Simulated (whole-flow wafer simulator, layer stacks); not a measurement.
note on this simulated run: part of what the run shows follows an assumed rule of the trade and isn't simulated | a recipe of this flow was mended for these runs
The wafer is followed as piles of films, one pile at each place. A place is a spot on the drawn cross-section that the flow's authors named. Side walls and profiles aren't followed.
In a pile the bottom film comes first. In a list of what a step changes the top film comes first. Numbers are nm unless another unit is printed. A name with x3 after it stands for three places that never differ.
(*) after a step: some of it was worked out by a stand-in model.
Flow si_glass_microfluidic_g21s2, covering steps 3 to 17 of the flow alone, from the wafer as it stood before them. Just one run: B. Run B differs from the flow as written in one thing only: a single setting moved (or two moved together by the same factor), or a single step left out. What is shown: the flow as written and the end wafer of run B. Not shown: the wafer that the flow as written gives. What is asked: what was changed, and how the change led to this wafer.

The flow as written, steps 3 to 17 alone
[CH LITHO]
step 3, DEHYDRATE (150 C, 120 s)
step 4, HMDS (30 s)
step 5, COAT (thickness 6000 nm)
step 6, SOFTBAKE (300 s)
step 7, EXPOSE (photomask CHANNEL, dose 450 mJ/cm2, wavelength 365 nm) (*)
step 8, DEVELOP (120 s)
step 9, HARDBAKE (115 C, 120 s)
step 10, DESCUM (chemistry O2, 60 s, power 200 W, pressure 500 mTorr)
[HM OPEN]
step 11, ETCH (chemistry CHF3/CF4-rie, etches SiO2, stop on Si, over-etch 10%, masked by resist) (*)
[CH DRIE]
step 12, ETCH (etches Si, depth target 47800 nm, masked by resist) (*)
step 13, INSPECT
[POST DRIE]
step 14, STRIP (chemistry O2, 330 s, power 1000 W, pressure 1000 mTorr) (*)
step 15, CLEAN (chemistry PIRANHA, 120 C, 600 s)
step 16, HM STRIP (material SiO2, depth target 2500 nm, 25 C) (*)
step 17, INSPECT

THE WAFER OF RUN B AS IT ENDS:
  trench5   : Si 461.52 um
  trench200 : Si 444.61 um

What caused this: step 5, COAT: thickness 8160 nm was run, while the flow as written has thickness 6000 nm.

Step by step, how the change led to this:
  step 5, COAT (thickness 6000 nm)
      land, trench20, trench5, trench200: thick-i-line-resist gains 8160 (new film) (as written it would have been: thick-i-line-resist gains 6000 (new film))
  step 8, DEVELOP (120 s)
      trench20, trench5, trench200: thick-i-line-resist loses 8160 (all of it) (as written it would have been: thick-i-line-resist loses 6000 (all of it))
  step 9, HARDBAKE (115 C, 120 s)
      land: thick-i-line-resist loses 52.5 (as written it would have been: thick-i-line-resist loses 33.5)
  step 12, ETCH (etches Si, depth target 47800 nm, masked by resist) (*)
      trench5: Si loses 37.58 um (as written it would have been: Si loses 38.09 um)
      trench200: Si loses 54.49 um (as written it would have been: Si loses 54.08 um)
  step 14, STRIP (chemistry O2, 330 s, power 1000 W, pressure 1000 mTorr) (*)
      land: thick-i-line-resist loses 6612 (all of it) (as written it would have been: thick-i-line-resist loses 4476.3 (all of it))
